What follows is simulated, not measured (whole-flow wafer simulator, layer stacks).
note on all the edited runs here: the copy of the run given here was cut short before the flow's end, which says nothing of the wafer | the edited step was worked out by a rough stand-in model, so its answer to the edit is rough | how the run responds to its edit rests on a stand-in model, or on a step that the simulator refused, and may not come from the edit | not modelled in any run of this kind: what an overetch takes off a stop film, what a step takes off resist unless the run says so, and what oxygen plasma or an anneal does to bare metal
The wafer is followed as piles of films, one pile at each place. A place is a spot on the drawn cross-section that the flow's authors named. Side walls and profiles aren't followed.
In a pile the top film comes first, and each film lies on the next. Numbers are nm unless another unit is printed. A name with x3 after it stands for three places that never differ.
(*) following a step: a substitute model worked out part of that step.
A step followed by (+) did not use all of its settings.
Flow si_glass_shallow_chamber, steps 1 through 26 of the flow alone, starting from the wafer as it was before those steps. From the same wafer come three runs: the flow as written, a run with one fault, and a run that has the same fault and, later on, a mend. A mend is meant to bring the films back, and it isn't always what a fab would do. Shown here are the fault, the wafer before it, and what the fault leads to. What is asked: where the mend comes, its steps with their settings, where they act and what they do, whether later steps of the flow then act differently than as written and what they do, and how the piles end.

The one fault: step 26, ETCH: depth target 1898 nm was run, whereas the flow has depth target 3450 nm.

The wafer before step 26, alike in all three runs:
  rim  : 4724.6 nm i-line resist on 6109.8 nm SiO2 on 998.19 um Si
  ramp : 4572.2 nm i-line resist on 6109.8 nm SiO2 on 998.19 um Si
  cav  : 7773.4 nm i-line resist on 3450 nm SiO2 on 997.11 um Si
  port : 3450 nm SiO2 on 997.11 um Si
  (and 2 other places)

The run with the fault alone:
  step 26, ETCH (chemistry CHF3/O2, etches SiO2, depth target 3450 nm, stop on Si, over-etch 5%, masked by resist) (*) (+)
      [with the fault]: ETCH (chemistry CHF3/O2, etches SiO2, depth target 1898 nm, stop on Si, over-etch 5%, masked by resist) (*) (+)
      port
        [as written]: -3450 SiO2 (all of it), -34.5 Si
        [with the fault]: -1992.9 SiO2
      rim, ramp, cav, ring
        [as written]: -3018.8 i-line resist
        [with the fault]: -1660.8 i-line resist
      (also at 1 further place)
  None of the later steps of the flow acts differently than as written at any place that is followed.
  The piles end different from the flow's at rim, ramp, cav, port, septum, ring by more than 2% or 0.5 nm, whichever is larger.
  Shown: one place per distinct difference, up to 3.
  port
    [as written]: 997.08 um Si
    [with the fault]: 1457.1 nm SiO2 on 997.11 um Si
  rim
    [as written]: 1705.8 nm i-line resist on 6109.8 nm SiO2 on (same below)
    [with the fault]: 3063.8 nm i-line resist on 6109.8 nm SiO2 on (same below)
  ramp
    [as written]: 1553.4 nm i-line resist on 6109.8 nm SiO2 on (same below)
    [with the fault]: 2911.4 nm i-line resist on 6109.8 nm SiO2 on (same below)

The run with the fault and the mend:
  The mend stands after step 26.
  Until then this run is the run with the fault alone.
  step 26a, ETCH (chemistry CHF3/O2, etches SiO2, depth target 1552 nm, stop on Si, over-etch 5%, masked by resist) (*) (a further turn of the flow's step 26, with different settings)
      rim, ramp, cav, septum, ring
        -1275 i-line resist
      port
        -1457.1 SiO2 (all of it), -34.5 Si
  None of the later steps of the flow acts differently than as written at any place that is followed.
  The piles end different from the flow's at rim, ramp, septum, ring by more than 2% or 0.5 nm, whichever is larger.
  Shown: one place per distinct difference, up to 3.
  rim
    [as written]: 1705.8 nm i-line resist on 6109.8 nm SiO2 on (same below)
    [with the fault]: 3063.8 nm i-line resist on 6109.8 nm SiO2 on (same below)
    [with the mend]: 1788.9 nm i-line resist on 6109.8 nm SiO2 on (same below)
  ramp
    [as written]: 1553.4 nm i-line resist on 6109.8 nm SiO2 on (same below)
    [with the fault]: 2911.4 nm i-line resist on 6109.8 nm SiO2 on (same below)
    [with the mend]: 1636.4 nm i-line resist on 6109.8 nm SiO2 on (same below)
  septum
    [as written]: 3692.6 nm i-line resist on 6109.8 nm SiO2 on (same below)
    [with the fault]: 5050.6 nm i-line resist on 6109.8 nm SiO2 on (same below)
    [with the mend]: 3775.6 nm i-line resist on 6109.8 nm SiO2 on (same below)
